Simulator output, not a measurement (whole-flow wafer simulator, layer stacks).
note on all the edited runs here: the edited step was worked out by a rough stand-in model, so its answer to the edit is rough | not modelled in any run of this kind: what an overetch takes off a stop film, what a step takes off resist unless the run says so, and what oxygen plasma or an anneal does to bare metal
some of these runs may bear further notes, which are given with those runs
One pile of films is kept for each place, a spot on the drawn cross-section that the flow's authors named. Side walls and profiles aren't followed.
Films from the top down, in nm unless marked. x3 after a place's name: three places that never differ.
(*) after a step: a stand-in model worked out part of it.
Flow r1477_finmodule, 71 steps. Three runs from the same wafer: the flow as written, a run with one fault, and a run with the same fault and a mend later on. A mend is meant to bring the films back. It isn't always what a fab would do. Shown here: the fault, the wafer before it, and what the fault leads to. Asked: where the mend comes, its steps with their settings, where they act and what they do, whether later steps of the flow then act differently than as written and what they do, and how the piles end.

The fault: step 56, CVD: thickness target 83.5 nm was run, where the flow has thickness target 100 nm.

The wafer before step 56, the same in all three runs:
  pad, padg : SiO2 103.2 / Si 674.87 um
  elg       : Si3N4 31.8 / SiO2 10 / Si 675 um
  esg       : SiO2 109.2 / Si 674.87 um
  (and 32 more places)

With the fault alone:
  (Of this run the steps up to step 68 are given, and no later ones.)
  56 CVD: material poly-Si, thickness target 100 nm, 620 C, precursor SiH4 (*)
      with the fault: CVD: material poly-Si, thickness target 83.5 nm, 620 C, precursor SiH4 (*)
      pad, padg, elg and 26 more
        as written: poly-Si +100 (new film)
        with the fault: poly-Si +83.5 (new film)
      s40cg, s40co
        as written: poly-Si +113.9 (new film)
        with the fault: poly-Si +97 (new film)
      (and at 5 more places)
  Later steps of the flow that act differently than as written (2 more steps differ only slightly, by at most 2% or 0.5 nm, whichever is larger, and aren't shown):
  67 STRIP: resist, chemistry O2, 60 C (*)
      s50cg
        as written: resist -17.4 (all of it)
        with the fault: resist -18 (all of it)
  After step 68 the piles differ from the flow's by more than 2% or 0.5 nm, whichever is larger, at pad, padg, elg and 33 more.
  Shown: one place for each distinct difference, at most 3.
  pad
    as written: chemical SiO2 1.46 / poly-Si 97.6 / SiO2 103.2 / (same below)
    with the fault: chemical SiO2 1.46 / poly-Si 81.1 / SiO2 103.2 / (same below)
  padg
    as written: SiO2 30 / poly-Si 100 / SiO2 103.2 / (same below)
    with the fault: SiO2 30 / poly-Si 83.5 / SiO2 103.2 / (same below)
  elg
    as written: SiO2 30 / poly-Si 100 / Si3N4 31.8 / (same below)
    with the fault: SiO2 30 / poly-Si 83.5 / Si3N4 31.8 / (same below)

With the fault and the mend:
  The mend comes after step 56.
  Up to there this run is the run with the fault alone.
  56a ETCH: chemistry tmah, depth target 151 nm
      pad, padg, elg and 26 more
        poly-Si -83.5 (all of it)
      s40cg, s40co
        poly-Si -97 (all of it)
      s45cg, s45co
        poly-Si -96.4 (all of it)
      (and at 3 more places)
  56b CLEAN: chemistry SC1, 46 C, 45 s (*) (the flow's step 48 once more)
      s40sg_line, s45sg_line, s50sg_line, s40so_line, s45so_line, s50so_line
        SiO2 -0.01
  56c CVD: material poly-Si, thickness target 100 nm, 620 C, precursor SiH4 (*) (the flow's step 56 once more)
      pad, padg, elg and 26 more
        poly-Si +100 (new film)
      s40cg, s40co
        poly-Si +113.9 (new film)
      s45cg, s45co
        poly-Si +113.4 (new film)
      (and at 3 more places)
  No later step of the flow acts differently than as written, at any place that is followed, by more than 2% or 0.5 nm, whichever is larger.
  At the end the piles differ from the flow's only slightly at the places that both follow, by at most 2% or 0.5 nm, whichever is larger.
